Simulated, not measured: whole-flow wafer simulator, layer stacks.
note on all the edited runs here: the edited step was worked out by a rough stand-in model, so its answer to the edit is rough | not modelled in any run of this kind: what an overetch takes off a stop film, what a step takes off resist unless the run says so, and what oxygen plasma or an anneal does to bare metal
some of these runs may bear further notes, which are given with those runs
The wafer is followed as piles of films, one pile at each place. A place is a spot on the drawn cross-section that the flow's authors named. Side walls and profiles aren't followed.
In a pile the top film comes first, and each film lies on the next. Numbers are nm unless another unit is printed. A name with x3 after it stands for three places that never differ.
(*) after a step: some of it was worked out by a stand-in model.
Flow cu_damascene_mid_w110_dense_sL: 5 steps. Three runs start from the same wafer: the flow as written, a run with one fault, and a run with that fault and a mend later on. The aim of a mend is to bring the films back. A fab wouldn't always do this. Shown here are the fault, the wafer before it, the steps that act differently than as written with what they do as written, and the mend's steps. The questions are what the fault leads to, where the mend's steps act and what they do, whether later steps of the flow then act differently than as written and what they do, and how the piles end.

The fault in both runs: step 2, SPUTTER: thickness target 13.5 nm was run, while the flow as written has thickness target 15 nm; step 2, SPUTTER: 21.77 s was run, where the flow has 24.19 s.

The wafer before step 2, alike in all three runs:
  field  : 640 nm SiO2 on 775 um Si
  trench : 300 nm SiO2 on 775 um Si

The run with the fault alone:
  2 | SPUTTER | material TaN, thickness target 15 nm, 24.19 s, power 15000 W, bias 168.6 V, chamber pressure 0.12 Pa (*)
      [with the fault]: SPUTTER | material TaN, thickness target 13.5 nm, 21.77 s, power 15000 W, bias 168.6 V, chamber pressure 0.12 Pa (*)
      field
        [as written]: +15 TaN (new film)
        [with the fault]: +13.5 TaN (new film)
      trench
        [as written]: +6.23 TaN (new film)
        [with the fault]: +5.61 TaN (new film)
  None of the later steps of the flow differs from how it acts as written, at any place that is followed, by more than 2% or 0.5 nm, whichever is larger.
  By the end, the piles at field, trench depart from the flow's by more than 2% or 0.5 nm, whichever is larger.
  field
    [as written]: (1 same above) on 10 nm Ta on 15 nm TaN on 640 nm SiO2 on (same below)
    [with the fault]: (1 same above) on 10 nm Ta on 13.5 nm TaN on 640 nm SiO2 on (same below)
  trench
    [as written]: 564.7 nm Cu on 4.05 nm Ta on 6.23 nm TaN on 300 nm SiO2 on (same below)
    [with the fault]: 563.8 nm Cu on 4.06 nm Ta on 5.61 nm TaN on 300 nm SiO2 on (same below)

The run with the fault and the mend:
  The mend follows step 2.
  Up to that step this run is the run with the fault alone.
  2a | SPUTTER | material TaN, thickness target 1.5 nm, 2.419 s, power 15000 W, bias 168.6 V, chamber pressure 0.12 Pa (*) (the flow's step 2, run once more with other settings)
      field
        +1.5 TaN
      trench
        +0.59 TaN
  None of the later steps of the flow acts differently than as written at any place that is followed.
  The piles end only slightly different from the flow's at the places that both follow, by no more than 2% or 0.5 nm, whichever is larger.
